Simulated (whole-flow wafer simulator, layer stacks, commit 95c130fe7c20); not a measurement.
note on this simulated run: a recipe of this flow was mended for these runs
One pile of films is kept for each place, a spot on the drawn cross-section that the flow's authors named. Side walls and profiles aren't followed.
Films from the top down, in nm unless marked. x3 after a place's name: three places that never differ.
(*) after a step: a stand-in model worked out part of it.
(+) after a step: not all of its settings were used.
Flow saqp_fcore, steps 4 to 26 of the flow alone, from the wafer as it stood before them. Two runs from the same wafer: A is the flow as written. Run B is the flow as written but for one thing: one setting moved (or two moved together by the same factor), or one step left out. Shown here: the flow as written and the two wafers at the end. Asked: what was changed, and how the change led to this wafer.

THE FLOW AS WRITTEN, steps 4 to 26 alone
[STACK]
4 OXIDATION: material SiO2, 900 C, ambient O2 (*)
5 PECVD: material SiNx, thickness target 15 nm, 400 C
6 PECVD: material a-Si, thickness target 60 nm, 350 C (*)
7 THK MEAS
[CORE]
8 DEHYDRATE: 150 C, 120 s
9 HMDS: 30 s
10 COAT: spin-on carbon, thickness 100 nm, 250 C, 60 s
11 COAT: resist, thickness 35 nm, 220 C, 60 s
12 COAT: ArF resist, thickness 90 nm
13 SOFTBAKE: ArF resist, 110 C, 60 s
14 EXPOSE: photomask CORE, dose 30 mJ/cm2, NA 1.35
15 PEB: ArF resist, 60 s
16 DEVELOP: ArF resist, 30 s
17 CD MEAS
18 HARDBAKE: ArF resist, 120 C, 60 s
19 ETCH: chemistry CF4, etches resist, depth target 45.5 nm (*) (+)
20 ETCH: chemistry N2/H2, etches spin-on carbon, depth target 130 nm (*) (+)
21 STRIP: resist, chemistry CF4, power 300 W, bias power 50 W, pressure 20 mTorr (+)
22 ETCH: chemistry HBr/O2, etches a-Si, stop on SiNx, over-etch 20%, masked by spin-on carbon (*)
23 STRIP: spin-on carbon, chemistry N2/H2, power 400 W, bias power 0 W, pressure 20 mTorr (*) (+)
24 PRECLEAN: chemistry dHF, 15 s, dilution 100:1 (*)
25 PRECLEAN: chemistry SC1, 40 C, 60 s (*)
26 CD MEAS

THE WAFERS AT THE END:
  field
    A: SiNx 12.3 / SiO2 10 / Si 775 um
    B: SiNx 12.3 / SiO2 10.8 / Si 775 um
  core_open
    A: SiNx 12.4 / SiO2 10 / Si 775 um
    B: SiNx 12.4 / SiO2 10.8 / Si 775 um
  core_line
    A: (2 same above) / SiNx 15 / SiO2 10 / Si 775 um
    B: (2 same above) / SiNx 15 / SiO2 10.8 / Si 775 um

The cause: step 4, OXIDATION: 908 C was run, where the flow has 900 C.

How the change led to this, step by step:
  4 OXIDATION: material SiO2, 900 C, ambient O2 (*)
      field, core_open, core_line: A SiO2 +10 (new film), chemical SiO2 -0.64 (all of it), Si -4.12 | B SiO2 +10.8 (new film), chemical SiO2 -0.64 (all of it), Si -4.46
